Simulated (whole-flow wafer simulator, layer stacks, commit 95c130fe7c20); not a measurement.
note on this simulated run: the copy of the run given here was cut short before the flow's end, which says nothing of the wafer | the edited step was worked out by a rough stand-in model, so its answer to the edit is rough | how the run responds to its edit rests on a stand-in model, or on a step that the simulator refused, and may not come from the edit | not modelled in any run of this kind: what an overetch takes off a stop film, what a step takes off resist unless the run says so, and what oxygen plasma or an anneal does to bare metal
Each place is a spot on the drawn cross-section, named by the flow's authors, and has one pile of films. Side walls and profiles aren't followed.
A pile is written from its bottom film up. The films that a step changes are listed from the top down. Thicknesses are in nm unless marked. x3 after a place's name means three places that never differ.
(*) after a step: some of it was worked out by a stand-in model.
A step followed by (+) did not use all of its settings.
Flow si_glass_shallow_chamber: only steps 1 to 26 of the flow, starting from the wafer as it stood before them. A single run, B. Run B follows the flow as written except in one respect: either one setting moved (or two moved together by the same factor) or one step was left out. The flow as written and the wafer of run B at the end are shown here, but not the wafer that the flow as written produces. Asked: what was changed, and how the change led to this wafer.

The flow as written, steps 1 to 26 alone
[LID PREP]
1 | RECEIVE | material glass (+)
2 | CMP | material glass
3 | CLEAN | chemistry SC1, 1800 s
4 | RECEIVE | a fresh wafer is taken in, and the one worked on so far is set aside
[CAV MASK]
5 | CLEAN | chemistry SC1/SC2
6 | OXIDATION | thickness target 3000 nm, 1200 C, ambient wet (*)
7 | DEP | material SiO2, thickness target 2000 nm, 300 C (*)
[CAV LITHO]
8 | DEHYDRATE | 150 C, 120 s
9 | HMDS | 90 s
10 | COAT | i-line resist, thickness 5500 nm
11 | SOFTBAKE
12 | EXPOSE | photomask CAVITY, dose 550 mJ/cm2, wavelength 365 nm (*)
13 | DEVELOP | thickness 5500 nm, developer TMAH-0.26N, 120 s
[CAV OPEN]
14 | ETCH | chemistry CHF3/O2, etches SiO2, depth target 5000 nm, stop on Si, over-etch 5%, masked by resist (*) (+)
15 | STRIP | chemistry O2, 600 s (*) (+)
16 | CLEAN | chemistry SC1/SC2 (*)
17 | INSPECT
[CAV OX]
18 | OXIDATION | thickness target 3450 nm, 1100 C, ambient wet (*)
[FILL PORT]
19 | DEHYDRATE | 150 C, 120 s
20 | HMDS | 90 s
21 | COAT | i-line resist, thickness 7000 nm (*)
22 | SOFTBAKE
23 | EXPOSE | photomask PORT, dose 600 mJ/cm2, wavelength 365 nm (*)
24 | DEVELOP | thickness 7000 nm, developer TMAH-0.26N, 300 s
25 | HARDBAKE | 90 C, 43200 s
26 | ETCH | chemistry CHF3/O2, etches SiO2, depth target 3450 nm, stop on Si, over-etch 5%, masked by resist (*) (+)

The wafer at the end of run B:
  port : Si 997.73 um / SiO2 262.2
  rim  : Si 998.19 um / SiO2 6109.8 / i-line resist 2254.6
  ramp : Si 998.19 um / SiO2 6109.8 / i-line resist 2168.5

Cause: step 14, ETCH: depth target 3125 nm was run, while the flow as written has depth target 5000 nm.

How this came from the change, step by step:
  14 | ETCH | chemistry CHF3/O2, etches SiO2, depth target 5000 nm, stop on Si, over-etch 5%, masked by resist (*) (+)
      cav, port: -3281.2 SiO2 (in the flow as written it would be: -5000 SiO2 (all of it), -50 Si)
      rim, ramp, septum, ring: -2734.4 i-line resist (in the flow as written it would be: -4375 i-line resist)
  15 | STRIP | chemistry O2, 600 s (*) (+)
      cav, port: nothing (in the flow as written it would be: +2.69 chemical SiO2 (new film), -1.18 Si)
      rim, ramp, septum, ring: -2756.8 i-line resist (all of it) (in the flow as written it would be: -1116.2 i-line resist (all of it))
  18 | OXIDATION | thickness target 3450 nm, 1100 C, ambient wet (*)
      cav, port: +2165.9 SiO2, -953 Si (in the flow as written it would be: +3450 SiO2 (new film), -2.69 chemical SiO2 (all of it), -1516.8 Si)
  21 | COAT | i-line resist, thickness 7000 nm (*)
      rim: +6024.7 i-line resist (new film) (in the flow as written it would be: +5660.1 i-line resist (new film))
      ramp: +5596.1 i-line resist (new film) (in the flow as written it would be: +5087.8 i-line resist (new film))
      (also at 1 further place)
  22 | SOFTBAKE
      rim: -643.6 i-line resist (in the flow as written it would be: -849 i-line resist)
      ramp: -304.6 i-line resist (in the flow as written it would be: -434.5 i-line resist)
      (also at 4 further places)
  24 | DEVELOP | thickness 7000 nm, developer TMAH-0.26N, 300 s
      port: -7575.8 i-line resist (all of it) (in the flow as written it would be: -7752.6 i-line resist (all of it))
  25 | HARDBAKE | 90 C, 43200 s
      rim: -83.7 i-line resist (in the flow as written it would be: -62.5 i-line resist)
      ramp: -80.2 i-line resist (in the flow as written it would be: -57.1 i-line resist)
      (also at 1 further place)
  26 | ETCH | chemistry CHF3/O2, etches SiO2, depth target 3450 nm, stop on Si, over-etch 5%, masked by resist (*) (+)
      port: -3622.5 SiO2 (in the flow as written it would be: -3450 SiO2 (all of it), -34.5 Si)
